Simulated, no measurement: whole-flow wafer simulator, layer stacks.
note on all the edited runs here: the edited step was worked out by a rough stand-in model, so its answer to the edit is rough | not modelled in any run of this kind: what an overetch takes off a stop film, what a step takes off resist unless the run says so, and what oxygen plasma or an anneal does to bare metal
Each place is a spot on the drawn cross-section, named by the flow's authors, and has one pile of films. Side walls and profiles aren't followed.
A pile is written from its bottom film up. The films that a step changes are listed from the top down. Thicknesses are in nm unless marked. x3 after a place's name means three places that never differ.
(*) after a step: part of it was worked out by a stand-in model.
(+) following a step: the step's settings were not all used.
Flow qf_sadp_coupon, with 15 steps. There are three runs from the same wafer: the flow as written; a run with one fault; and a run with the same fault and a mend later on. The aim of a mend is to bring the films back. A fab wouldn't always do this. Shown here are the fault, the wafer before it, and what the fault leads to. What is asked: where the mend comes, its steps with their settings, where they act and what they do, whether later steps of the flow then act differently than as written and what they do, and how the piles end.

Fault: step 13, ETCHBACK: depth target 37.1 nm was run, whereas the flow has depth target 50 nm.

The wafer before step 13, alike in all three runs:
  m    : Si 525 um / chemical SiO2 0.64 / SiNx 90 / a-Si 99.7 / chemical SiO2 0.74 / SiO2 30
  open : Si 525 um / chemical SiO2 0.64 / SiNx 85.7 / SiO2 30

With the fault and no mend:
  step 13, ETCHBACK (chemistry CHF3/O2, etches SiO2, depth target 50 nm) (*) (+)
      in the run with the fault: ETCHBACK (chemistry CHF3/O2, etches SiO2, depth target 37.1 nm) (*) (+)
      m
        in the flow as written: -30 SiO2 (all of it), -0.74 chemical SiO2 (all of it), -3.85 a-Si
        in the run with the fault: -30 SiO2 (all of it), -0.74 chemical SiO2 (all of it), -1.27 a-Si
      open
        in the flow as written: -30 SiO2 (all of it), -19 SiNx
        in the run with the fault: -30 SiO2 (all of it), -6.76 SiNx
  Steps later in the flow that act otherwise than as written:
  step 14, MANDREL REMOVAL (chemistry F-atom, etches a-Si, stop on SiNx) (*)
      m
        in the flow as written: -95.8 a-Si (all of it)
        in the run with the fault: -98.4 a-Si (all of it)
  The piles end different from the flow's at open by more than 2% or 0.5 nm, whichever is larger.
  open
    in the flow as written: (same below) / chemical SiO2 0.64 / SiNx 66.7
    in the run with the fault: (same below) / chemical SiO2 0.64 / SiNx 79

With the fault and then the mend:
  The mend follows step 13.
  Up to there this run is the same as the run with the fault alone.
  step 13a, ETCHBACK (chemistry CHF3/O2, etches SiO2, depth target 12.9 nm) (*) (+) (the flow's step 13 again, with other settings)
      m
        -2.58 a-Si
      open
        -12.3 SiNx
  Later steps of the flow that are run all act as written at every place that is followed.
  The piles end the same as the flow's at every place that both follow.
